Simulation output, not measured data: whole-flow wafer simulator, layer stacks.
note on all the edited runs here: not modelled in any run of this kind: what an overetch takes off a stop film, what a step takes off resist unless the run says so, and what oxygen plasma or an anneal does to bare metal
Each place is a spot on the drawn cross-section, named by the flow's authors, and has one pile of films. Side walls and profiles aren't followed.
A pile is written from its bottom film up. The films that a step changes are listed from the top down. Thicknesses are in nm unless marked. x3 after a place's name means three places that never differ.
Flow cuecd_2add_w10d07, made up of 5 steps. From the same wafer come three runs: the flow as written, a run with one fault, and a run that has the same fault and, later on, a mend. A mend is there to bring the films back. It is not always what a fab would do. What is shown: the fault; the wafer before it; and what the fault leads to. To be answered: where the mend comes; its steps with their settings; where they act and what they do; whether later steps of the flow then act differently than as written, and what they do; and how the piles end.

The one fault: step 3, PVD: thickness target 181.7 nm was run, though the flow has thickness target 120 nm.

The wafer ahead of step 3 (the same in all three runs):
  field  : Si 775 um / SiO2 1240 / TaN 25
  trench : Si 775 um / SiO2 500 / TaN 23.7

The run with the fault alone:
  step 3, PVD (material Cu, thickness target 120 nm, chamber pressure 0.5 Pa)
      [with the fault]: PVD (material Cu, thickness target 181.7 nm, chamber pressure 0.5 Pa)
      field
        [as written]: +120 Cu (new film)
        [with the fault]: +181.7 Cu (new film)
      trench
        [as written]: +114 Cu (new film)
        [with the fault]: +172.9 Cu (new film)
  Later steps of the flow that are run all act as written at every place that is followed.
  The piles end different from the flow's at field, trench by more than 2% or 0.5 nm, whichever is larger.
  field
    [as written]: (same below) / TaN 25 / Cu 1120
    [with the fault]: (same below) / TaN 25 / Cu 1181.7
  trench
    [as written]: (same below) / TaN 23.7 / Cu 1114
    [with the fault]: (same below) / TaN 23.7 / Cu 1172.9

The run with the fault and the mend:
  After step 3 comes the mend.
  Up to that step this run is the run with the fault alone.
  step 3a, ETCH (chemistry cu recess dil, depth target 59.79 nm)
      field, trench
        -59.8 Cu
  Later steps of the flow that are run all act as written at every place that is followed.
  At the end the piles are close to the flow's at the places that both follow, differing by at most 2% or 0.5 nm, whichever is larger.
